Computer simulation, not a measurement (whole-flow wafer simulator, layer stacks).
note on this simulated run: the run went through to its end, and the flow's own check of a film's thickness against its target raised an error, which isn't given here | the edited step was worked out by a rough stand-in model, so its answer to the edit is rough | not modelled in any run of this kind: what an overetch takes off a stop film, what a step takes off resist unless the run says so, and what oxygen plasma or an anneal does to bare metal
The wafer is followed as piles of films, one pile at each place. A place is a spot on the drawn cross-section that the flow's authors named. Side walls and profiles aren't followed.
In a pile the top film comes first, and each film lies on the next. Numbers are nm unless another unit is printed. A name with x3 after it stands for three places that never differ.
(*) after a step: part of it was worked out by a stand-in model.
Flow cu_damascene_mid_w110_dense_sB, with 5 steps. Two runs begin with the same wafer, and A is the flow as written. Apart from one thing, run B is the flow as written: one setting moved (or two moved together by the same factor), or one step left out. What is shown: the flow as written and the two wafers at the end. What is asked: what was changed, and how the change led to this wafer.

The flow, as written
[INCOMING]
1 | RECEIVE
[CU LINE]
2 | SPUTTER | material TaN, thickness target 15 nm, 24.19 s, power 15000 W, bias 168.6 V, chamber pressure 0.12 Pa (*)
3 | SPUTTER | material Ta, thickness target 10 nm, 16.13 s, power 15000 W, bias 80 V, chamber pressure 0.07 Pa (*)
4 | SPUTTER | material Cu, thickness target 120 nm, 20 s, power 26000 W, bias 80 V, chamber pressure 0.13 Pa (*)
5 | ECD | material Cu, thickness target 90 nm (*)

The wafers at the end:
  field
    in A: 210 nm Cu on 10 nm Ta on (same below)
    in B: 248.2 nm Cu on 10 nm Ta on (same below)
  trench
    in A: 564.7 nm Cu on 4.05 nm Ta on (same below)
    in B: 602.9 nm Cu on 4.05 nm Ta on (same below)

The reason: step 5, ECD: thickness target 128.2 nm was run, though the flow has thickness target 90 nm.

The path from the change to this, step by step:
  5 | ECD | material Cu, thickness target 90 nm (*)
      field: A +90 Cu | B +128.2 Cu
      trench: A +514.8 Cu | B +553 Cu
